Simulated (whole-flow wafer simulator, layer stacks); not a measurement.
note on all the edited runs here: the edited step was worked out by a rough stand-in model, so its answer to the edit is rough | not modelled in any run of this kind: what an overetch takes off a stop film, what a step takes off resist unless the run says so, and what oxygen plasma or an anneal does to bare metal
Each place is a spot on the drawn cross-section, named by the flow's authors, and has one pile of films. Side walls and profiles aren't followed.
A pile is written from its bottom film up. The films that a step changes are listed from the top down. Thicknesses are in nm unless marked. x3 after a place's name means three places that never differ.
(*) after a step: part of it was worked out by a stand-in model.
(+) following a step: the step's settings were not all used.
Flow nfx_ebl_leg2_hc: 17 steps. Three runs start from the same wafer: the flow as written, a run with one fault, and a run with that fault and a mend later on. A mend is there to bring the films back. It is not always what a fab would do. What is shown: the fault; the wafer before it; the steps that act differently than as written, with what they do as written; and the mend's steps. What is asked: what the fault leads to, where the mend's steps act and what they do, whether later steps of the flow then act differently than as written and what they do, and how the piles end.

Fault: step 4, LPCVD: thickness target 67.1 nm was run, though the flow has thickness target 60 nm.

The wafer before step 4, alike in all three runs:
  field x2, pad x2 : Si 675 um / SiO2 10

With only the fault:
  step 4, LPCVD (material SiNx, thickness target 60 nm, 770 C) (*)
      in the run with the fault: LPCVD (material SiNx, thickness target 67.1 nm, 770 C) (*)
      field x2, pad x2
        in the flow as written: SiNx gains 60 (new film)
        in the run with the fault: SiNx gains 67.1 (new film)
  Later steps of the flow acting differently than as written:
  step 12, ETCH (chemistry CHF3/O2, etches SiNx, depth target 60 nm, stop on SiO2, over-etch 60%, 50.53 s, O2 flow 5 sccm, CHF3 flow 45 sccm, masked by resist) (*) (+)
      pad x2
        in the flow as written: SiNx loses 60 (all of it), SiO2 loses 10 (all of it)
        in the run with the fault: SiNx loses 67.1 (all of it), SiO2 loses 10 (all of it)
  By the end, the piles at field x2 depart from the flow's by more than 2% or 0.5 nm, whichever is larger.
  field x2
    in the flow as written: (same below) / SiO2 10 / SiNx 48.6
    in the run with the fault: (same below) / SiO2 10 / SiNx 55.7

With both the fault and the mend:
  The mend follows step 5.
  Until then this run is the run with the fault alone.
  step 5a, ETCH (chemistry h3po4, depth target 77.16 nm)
      field x2, pad x2
        SiNx loses 67.1 (all of it)
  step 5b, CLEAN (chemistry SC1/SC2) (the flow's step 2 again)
      alters no film at any place that is followed
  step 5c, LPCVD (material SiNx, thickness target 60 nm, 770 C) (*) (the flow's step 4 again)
      field x2, pad x2
        SiNx gains 60 (new film)
  Every later step of the flow that is run acts as written at every place that is followed.
  At every place that both follow, the piles at the end match the flow's.
